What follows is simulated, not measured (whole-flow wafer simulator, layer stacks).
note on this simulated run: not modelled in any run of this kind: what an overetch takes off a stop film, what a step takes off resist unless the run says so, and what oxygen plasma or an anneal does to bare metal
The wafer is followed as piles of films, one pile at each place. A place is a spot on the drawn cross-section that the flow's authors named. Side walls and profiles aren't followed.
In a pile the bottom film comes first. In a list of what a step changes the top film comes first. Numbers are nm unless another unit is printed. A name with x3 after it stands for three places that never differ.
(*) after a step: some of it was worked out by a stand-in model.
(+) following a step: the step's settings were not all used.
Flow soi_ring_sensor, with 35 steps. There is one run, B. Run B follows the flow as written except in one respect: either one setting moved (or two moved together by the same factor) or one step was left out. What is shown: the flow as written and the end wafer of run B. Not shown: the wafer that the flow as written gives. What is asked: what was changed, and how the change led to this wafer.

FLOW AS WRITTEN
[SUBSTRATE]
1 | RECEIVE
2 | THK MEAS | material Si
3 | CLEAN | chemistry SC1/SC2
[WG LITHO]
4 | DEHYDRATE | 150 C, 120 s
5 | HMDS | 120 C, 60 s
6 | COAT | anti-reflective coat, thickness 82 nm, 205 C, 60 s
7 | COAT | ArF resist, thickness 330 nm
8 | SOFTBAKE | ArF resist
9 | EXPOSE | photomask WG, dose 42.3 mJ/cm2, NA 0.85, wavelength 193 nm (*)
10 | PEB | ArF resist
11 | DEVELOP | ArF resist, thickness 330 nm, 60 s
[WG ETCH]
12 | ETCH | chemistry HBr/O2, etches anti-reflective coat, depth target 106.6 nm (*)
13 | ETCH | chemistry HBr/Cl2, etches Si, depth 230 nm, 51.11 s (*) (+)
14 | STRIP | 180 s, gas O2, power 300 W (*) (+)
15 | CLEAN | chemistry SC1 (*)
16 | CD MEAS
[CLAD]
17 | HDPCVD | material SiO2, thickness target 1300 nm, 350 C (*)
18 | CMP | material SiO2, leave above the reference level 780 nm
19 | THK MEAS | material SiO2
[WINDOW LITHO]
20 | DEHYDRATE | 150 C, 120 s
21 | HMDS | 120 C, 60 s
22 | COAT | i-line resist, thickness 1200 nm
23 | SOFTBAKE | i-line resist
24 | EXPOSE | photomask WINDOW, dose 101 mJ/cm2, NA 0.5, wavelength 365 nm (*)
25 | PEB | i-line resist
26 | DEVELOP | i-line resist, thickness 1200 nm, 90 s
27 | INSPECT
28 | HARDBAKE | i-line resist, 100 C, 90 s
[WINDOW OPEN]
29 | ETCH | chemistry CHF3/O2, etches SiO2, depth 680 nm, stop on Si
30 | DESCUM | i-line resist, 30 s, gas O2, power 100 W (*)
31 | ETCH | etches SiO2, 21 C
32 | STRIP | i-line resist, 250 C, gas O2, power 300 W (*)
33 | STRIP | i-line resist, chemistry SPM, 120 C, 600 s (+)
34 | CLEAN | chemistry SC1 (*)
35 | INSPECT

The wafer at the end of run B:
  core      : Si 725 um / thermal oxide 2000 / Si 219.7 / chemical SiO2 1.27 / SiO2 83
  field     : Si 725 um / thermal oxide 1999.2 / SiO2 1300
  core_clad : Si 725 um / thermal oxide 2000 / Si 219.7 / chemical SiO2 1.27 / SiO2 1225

Cause: step 18, CMP: leave above the reference level 1225 nm was run, whereas the flow has leave above the reference level 780 nm.
The wafer lets one read it off: core_clad has SiO2 1225, and step 18 as written asks for 780 nm.

The path from the change to this, step by step:
  18 | CMP | material SiO2, leave above the reference level 780 nm
      gap, window, field, gap_clad: nothing (as written it would have been: -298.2 SiO2)
      core, core_clad: -75 SiO2 (as written it would have been: -520 SiO2)
  22 | COAT | i-line resist, thickness 1200 nm
      core, core_clad: +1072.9 i-line resist (new film) (as written it would have been: +1200 i-line resist (new film))
  23 | SOFTBAKE | i-line resist
      core, core_clad: -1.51 i-line resist (as written it would have been: nothing)
      gap, gap_clad: -1.9 i-line resist (as written it would have been: nothing)
  25 | PEB | i-line resist
      core, core_clad: -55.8 i-line resist (as written it would have been: -62.8 i-line resist)
  26 | DEVELOP | i-line resist, thickness 1200 nm, 90 s
      core: -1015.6 i-line resist (all of it) (as written it would have been: -1137.2 i-line resist (all of it))
  31 | ETCH | etches SiO2, 21 C
      core: -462 SiO2 (as written it would have been: -100 SiO2 (all of it), -1.27 chemical SiO2 (all of it))
  32 | STRIP | i-line resist, 250 C, gas O2, power 300 W (*)
      core: nothing (as written it would have been: +1.23 chemical SiO2 (new film), -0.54 Si)
      core_clad: -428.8 i-line resist (all of it) (as written it would have been: -550.1 i-line resist (all of it))
